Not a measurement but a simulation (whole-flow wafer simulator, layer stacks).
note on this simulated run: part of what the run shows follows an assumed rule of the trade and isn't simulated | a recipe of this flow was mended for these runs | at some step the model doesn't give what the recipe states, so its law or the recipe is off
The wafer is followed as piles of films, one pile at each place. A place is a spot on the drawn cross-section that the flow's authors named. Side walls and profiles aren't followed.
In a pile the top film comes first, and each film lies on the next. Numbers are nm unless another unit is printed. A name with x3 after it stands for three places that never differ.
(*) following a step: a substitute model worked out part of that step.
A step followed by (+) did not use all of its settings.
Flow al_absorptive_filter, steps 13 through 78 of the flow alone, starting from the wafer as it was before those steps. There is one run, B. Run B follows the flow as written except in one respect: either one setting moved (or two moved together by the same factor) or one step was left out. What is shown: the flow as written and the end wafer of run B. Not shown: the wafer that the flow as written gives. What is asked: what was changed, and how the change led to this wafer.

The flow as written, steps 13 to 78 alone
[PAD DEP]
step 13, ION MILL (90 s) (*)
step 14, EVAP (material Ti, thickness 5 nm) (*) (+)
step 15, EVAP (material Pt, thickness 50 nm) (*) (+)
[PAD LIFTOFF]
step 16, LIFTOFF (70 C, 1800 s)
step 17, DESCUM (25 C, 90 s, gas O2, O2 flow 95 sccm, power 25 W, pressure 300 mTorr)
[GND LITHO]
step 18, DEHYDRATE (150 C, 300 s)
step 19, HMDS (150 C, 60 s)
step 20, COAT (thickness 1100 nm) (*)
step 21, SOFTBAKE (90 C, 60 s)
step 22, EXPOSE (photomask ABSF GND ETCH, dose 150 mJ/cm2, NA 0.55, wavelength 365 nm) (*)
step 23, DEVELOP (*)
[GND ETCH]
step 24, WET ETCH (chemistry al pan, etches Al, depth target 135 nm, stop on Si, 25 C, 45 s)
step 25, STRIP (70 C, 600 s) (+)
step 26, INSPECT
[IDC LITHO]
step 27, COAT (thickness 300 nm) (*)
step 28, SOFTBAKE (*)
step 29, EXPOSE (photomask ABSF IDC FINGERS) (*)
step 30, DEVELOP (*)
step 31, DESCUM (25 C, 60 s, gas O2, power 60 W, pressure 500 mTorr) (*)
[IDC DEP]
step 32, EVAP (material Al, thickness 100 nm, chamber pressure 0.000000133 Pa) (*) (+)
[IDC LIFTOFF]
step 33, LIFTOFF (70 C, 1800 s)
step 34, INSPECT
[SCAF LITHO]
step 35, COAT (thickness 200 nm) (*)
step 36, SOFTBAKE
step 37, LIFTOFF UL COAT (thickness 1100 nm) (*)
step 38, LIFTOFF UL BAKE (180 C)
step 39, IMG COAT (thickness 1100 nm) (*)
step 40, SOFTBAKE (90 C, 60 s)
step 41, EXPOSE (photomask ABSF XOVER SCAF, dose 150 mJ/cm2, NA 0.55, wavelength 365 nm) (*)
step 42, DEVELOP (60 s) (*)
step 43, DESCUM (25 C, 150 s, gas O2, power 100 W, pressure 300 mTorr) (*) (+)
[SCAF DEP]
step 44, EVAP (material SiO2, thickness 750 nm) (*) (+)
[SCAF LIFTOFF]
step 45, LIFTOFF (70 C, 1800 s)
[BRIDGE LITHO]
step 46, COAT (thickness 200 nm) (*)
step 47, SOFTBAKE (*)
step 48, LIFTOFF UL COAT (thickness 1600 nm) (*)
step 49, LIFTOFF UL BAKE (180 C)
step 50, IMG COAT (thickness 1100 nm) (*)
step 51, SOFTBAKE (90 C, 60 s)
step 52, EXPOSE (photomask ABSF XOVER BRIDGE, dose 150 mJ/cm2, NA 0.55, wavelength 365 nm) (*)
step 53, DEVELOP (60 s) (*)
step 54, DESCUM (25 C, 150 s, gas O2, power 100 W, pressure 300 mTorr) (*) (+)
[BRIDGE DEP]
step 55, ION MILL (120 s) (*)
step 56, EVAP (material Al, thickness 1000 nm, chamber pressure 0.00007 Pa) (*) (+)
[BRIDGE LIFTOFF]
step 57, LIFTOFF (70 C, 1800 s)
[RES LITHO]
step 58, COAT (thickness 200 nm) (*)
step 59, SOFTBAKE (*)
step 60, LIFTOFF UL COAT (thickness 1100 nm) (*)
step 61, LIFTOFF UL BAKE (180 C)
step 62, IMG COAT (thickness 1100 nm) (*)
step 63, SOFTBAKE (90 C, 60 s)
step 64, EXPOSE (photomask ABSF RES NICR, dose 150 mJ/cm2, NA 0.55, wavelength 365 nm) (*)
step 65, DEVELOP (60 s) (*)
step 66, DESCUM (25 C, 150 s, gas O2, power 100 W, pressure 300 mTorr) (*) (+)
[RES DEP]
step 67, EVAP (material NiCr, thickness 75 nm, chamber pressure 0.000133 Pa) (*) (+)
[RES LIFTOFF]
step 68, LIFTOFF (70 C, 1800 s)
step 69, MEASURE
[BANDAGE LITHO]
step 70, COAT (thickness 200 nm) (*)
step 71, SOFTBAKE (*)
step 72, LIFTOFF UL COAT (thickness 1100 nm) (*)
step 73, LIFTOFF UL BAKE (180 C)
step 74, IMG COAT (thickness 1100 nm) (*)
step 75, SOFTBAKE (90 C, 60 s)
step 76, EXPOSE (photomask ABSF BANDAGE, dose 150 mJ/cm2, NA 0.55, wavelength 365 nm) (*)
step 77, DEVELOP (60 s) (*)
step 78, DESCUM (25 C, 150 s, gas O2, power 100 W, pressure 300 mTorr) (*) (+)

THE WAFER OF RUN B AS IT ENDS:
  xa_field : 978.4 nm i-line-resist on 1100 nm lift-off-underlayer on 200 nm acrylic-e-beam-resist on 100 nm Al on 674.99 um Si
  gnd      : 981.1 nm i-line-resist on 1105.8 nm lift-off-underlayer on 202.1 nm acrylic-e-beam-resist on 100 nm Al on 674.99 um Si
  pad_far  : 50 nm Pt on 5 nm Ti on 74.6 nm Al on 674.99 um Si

Cause: step 13, ION MILL: 36 s was run, while the flow as written has 90 s.

Step by step, how the change led to this:
  step 13, ION MILL (90 s) (*)
      gnd, ledge, res and 9 more: i-line-resist loses 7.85 (in the flow as written it would be: i-line-resist loses 19.6)
      pad_far, pad_near: Al loses 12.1 (in the flow as written it would be: Al loses 30.2)
  step 27, COAT (thickness 300 nm) (*)
      pad_near: e-beam-resist gains 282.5 (new film) (in the flow as written it would be: e-beam-resist gains 288.3 (new film))
      ledge: e-beam-resist gains 280.4 (new film) (in the flow as written it would be: e-beam-resist gains 274.4 (new film))
  step 33, LIFTOFF (70 C, 1800 s)
      pad_near: Al loses 100 (all of it), e-beam-resist loses 273.5 (all of it) (in the flow as written it would be: Al loses 100 (all of it), e-beam-resist loses 279.3 (all of it))
      ledge: Al loses 100 (all of it), e-beam-resist loses 271.3 (all of it) (in the flow as written it would be: Al loses 100 (all of it), e-beam-resist loses 265.3 (all of it))
  step 35, COAT (thickness 200 nm) (*)
      ledge: acrylic-e-beam-resist gains 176 (new film) (in the flow as written it would be: acrylic-e-beam-resist gains 169.8 (new film))
  step 45, LIFTOFF (70 C, 1800 s)
      ledge: SiO2 loses 750 (all of it), i-line-resist loses 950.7 (all of it), lift-off-underlayer loses 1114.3 (all of it), acrylic-e-beam-resist loses 176 (all of it) (in the flow as written it would be: SiO2 loses 750 (all of it), i-line-resist loses 952.1 (all of it), lift-off-underlayer loses 1114 (all of it), acrylic-e-beam-resist loses 169.8 (all of it))
  step 46, COAT (thickness 200 nm) (*)
      ledge: acrylic-e-beam-resist gains 176 (new film) (in the flow as written it would be: acrylic-e-beam-resist gains 169.8 (new film))
  step 57, LIFTOFF (70 C, 1800 s)
      ledge: Al loses 1000 (all of it), i-line-resist loses 950.6 (all of it), lift-off-underlayer loses 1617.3 (all of it), acrylic-e-beam-resist loses 176 (all of it) (in the flow as written it would be: Al loses 1000 (all of it), i-line-resist loses 951.7 (all of it), lift-off-underlayer loses 1617.2 (all of it), acrylic-e-beam-resist loses 169.8 (all of it))
  step 58, COAT (thickness 200 nm) (*)
      ledge: acrylic-e-beam-resist gains 176 (new film) (in the flow as written it would be: acrylic-e-beam-resist gains 169.8 (new film))
  step 66, DESCUM (25 C, 150 s, gas O2, power 100 W, pressure 300 mTorr) (*) (+)
      ledge: acrylic-e-beam-resist loses 176 (all of it) (in the flow as written it would be: acrylic-e-beam-resist loses 169.8 (all of it))
  step 70, COAT (thickness 200 nm) (*)
      ledge: acrylic-e-beam-resist gains 173 (new film) (in the flow as written it would be: acrylic-e-beam-resist gains 167 (new film))
